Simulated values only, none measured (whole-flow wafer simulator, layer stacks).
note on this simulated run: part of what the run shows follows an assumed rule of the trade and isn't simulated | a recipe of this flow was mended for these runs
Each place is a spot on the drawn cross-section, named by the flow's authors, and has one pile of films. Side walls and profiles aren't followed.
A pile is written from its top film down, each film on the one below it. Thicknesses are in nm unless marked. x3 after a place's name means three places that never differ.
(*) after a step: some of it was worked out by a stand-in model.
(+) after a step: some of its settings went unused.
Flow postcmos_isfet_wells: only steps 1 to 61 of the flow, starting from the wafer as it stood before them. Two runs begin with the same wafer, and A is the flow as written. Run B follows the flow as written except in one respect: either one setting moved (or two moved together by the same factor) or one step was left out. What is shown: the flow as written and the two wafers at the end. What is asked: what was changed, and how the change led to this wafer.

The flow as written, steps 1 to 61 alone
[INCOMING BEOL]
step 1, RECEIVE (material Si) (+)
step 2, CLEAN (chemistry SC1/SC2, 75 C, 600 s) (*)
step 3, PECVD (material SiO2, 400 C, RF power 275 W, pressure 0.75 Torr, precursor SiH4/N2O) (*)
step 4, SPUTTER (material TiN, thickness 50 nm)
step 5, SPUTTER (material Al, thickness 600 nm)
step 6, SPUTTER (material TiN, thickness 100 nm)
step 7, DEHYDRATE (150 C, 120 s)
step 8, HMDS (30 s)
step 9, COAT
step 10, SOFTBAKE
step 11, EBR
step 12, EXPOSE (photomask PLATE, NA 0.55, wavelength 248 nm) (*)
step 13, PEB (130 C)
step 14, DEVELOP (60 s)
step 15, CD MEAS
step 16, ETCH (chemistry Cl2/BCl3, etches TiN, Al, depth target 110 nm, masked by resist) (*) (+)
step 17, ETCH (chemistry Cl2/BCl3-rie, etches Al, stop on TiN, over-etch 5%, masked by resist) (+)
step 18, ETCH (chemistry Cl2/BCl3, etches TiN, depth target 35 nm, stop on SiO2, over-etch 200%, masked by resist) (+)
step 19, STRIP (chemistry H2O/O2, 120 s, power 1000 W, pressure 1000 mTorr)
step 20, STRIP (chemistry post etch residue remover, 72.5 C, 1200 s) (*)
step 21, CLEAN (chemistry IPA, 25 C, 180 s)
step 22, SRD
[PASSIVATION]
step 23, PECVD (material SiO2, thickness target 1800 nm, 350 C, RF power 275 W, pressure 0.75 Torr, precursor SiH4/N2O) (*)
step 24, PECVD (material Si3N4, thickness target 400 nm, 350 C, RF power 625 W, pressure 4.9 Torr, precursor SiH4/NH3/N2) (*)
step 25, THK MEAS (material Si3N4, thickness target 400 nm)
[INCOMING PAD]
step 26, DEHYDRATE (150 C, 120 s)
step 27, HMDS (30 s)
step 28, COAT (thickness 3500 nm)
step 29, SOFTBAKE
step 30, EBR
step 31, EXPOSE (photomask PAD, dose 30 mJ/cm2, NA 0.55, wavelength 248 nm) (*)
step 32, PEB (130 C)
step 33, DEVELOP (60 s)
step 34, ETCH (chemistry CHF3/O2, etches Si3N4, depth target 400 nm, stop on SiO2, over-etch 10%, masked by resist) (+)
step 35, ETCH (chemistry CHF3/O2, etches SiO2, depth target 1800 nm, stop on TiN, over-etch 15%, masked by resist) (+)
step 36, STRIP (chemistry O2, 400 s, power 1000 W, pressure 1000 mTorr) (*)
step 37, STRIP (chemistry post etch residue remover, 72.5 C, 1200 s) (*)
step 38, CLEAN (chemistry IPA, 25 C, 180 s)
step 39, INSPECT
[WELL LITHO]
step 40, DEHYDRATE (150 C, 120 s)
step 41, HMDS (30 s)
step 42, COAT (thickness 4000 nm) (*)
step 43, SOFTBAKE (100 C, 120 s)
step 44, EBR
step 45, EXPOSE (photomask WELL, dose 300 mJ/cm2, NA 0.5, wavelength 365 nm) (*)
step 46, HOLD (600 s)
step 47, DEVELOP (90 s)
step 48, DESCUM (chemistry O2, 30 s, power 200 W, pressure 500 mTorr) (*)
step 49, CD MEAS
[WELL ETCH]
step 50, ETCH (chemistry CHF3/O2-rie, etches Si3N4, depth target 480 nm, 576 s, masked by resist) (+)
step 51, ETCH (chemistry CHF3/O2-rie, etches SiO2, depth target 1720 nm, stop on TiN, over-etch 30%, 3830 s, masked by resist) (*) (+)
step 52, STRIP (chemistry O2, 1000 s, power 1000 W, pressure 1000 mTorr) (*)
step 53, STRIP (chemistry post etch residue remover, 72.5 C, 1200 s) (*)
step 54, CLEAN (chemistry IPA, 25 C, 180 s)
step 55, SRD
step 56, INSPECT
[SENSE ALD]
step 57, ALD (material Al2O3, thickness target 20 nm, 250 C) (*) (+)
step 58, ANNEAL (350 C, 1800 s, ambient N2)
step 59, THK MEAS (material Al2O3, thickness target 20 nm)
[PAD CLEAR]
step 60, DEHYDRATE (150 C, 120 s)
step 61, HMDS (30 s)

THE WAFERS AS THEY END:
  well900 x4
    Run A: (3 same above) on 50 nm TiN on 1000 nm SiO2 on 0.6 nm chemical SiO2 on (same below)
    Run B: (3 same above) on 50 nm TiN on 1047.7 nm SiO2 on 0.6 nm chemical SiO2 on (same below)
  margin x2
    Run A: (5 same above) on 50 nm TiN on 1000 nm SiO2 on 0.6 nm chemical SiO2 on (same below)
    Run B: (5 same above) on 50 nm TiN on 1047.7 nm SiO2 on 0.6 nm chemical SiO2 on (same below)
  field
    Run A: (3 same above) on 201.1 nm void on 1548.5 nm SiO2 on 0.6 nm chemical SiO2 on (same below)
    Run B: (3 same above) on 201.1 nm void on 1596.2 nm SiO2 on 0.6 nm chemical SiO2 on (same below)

What caused this: step 3, PECVD: RF power 304 W was run, though the flow has RF power 275 W.

How this came from the change, step by step:
  step 3, PECVD (material SiO2, 400 C, RF power 275 W, pressure 0.75 Torr, precursor SiH4/N2O) (*)
      field, margin x2, well900 x4, pad_clr, pad_open: A +1000 SiO2 (new film) | B +1047.7 SiO2 (new film)
